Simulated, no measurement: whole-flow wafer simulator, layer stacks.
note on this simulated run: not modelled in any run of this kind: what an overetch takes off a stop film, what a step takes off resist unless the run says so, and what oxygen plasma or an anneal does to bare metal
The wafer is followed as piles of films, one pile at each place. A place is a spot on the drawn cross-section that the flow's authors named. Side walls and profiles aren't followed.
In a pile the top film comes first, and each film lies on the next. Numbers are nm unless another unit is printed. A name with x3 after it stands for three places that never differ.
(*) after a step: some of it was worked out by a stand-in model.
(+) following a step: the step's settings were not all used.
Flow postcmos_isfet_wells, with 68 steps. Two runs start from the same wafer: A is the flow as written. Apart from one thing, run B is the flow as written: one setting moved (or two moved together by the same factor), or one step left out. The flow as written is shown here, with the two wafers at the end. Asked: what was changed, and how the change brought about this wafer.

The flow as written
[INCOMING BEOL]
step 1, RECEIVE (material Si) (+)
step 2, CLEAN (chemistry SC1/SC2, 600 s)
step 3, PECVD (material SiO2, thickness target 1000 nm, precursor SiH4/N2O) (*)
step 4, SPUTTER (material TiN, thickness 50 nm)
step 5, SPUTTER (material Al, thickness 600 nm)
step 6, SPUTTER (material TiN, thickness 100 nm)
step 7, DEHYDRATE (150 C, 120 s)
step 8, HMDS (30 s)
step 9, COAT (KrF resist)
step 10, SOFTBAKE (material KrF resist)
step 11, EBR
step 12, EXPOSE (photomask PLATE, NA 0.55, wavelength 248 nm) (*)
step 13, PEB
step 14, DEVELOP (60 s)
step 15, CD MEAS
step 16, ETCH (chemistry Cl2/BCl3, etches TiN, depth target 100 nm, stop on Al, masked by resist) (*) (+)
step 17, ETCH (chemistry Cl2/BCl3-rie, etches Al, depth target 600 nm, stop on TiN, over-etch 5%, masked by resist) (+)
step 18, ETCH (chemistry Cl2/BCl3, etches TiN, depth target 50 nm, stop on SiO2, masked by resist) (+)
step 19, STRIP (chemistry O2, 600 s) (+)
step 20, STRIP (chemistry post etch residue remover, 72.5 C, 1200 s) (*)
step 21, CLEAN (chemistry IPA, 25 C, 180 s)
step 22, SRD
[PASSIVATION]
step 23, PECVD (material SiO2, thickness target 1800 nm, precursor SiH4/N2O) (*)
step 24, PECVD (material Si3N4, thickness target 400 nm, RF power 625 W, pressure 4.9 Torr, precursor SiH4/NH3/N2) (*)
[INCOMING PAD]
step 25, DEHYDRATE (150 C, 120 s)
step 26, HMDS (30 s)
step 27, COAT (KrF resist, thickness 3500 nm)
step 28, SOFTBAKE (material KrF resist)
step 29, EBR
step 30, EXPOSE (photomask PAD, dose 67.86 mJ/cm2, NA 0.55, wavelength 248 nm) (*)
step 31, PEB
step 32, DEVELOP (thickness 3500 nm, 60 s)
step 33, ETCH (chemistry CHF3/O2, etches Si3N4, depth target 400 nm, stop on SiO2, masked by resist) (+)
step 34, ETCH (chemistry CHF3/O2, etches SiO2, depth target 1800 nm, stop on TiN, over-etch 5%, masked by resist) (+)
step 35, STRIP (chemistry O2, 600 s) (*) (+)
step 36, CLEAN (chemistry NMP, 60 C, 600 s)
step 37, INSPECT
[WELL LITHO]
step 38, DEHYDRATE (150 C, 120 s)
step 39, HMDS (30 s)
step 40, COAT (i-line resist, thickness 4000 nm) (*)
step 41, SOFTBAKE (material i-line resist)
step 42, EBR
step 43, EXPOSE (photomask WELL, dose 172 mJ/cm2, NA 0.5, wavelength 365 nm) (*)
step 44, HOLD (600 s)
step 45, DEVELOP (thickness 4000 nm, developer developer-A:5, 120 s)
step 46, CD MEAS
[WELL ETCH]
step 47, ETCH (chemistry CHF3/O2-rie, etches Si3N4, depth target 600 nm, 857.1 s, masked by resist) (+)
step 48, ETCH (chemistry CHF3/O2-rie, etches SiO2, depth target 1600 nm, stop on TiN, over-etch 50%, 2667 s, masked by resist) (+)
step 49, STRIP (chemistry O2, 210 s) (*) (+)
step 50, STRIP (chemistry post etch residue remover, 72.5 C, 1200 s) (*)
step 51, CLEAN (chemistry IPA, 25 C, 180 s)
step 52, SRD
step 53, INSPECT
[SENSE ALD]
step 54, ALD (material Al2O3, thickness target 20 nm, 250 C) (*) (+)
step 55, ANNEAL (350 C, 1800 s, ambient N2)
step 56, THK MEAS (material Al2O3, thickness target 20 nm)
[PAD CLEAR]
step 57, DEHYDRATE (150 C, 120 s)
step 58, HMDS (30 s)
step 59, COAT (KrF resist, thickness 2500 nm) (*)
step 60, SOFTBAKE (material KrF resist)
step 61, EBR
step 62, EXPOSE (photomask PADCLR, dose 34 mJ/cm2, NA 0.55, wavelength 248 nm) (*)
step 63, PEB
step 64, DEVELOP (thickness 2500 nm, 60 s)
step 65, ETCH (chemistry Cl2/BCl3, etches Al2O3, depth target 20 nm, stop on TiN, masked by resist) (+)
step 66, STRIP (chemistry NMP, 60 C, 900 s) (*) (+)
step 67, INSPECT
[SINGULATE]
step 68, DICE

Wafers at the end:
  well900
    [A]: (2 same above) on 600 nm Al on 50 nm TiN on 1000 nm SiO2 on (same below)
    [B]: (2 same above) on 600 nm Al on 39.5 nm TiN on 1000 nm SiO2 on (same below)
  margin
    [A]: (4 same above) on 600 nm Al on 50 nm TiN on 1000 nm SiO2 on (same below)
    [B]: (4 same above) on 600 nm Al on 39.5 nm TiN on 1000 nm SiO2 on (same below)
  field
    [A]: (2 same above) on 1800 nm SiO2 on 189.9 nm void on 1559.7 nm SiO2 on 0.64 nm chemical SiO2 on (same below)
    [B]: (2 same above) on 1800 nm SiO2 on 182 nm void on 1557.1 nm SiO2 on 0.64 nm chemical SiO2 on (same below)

The reason: step 4, SPUTTER: thickness 39.5 nm was run, though the flow has thickness 50 nm.
The wafer lets one read it off: well900 has TiN 39.5, and step 4 as written asks for 50 nm.

The path from the change to this, step by step:
  step 4, SPUTTER (material TiN, thickness 50 nm)
      field, margin, well900, well1300 x3, pad_rim, pad_clr, pad_open: A +50 TiN (new film) | B +39.5 TiN (new film)
  step 18, ETCH (chemistry Cl2/BCl3, etches TiN, depth target 50 nm, stop on SiO2, masked by resist) (+)
      field: A -50 TiN (all of it) | B -39.5 TiN (all of it)
  step 23, PECVD (material SiO2, thickness target 1800 nm, precursor SiH4/N2O) (*)
      field: A +1800 SiO2 (new film), +189.9 void (new film), +559.7 SiO2 | B +1800 SiO2 (new film), +182 void (new film), +557.1 SiO2
